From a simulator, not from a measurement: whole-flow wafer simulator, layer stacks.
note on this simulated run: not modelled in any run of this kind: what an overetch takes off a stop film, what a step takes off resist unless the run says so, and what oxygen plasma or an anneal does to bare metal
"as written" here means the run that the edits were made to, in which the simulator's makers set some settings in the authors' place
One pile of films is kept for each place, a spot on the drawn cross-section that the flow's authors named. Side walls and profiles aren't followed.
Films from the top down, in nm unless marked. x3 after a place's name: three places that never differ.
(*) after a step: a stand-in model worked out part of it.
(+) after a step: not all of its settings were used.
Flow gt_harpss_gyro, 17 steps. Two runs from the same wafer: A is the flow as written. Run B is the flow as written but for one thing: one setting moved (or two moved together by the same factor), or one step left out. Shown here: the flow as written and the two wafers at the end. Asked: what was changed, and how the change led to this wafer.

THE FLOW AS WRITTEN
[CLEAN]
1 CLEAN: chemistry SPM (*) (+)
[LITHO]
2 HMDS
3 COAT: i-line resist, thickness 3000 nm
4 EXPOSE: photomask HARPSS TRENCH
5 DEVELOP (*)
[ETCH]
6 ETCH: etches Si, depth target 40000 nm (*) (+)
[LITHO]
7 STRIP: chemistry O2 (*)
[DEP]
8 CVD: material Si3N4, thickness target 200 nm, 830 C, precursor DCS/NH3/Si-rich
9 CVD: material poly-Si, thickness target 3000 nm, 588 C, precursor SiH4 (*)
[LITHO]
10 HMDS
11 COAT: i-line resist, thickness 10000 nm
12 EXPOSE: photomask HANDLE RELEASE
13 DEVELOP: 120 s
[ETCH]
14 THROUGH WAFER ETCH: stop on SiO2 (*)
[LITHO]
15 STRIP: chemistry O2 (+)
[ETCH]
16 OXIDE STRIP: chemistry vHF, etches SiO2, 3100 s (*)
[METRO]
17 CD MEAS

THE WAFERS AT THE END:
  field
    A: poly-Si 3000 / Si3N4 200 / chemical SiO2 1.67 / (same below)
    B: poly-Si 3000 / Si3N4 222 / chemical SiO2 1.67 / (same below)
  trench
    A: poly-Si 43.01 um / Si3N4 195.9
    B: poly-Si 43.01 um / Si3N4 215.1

The cause: step 8, CVD: 850 C was run, where the flow has 830 C.

How the change led to this, step by step:
  8 CVD: material Si3N4, thickness target 200 nm, 830 C, precursor DCS/NH3/Si-rich
      field: A Si3N4 +200 (new film) | B Si3N4 +222 (new film)
      trench: A Si3N4 +195.9 (new film) | B Si3N4 +215.1 (new film)
